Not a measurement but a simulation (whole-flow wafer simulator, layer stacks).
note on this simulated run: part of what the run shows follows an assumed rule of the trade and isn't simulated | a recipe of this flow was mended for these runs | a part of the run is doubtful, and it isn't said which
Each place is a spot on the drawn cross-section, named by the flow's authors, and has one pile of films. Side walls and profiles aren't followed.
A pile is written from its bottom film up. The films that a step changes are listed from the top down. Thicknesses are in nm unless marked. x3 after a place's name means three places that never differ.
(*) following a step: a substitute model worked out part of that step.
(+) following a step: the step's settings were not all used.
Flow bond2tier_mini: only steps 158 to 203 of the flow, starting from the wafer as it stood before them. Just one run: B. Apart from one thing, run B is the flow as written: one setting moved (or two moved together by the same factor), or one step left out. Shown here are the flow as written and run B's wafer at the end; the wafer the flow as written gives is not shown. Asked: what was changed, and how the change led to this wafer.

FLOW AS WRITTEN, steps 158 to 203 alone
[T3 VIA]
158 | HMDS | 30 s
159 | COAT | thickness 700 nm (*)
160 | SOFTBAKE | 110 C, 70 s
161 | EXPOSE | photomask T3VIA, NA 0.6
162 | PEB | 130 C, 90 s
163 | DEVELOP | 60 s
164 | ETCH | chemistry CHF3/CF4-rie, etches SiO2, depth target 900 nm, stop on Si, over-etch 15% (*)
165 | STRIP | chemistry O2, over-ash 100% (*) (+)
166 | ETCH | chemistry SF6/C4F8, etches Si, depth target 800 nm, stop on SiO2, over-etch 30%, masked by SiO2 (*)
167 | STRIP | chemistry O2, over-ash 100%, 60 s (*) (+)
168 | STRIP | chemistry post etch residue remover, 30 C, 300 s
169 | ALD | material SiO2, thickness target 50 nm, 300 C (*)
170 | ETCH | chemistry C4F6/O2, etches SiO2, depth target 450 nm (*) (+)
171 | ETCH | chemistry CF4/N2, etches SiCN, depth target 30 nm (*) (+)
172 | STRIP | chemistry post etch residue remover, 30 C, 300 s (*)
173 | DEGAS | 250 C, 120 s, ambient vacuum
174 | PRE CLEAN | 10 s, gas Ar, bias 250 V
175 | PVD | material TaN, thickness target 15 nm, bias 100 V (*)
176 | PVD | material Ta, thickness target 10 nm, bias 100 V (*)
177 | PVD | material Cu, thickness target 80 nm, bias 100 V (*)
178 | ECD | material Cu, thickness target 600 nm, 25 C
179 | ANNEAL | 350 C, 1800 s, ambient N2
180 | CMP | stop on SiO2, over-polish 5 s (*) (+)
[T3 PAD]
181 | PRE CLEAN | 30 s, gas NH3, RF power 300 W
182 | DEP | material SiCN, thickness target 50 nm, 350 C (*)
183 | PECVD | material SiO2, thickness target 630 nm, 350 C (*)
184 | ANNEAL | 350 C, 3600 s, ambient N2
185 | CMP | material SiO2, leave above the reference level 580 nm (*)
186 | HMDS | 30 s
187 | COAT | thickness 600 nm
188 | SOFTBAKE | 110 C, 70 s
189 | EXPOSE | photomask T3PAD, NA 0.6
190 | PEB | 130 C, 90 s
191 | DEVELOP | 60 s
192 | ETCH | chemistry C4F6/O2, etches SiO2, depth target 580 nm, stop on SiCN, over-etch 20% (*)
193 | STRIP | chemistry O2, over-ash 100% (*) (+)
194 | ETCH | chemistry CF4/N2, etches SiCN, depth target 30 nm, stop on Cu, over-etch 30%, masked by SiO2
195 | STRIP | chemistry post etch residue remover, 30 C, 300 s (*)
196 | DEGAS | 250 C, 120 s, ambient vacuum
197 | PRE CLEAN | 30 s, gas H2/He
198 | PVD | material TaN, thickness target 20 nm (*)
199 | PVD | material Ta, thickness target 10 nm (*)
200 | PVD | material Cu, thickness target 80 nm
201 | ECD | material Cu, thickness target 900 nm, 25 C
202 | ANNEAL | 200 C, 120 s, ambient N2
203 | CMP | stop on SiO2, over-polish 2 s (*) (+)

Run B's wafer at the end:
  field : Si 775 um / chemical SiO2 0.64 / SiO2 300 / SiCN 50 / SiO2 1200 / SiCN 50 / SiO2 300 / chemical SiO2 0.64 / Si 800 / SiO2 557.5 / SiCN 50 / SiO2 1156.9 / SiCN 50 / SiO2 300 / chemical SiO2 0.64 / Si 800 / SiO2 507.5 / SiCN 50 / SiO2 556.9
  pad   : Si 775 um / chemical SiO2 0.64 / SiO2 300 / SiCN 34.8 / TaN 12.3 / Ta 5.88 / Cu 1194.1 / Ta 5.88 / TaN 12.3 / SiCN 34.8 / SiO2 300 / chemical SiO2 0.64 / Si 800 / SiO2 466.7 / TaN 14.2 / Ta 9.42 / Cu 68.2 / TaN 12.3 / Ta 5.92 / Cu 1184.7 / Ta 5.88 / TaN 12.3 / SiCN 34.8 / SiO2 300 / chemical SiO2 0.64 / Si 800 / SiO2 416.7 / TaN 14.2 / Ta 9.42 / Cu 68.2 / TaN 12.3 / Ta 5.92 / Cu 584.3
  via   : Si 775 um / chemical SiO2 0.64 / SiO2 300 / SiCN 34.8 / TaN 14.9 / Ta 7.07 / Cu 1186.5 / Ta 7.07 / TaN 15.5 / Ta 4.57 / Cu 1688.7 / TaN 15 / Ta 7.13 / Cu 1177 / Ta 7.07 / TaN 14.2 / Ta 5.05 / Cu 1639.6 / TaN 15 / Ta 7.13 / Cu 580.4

Cause: step 169, ALD: material SiO2, thickness target 50 nm, 300 C (*), was omitted.

Step by step, how the change led to this:
  170 | ETCH | chemistry C4F6/O2, etches SiO2, depth target 450 nm (*) (+)
      via: -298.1 SiO2 (all of it), -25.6 SiCN (it would be, as written: -348.1 SiO2 (all of it), -17.2 SiCN)
  171 | ETCH | chemistry CF4/N2, etches SiCN, depth target 30 nm (*) (+)
      via: -9.21 SiCN (all of it), -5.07 TaN (it would be, as written: -17.6 SiCN (all of it), -3.01 TaN)
  175 | PVD | material TaN, thickness target 15 nm, bias 100 V (*)
      via: +7.63 TaN (it would be, as written: +6.94 TaN)
  177 | PVD | material Cu, thickness target 80 nm, bias 100 V (*)
      via: +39 Cu (new film) (it would be, as written: +35 Cu (new film))
  178 | ECD | material Cu, thickness target 600 nm, 25 C
      via: +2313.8 Cu (it would be, as written: +2367 Cu)
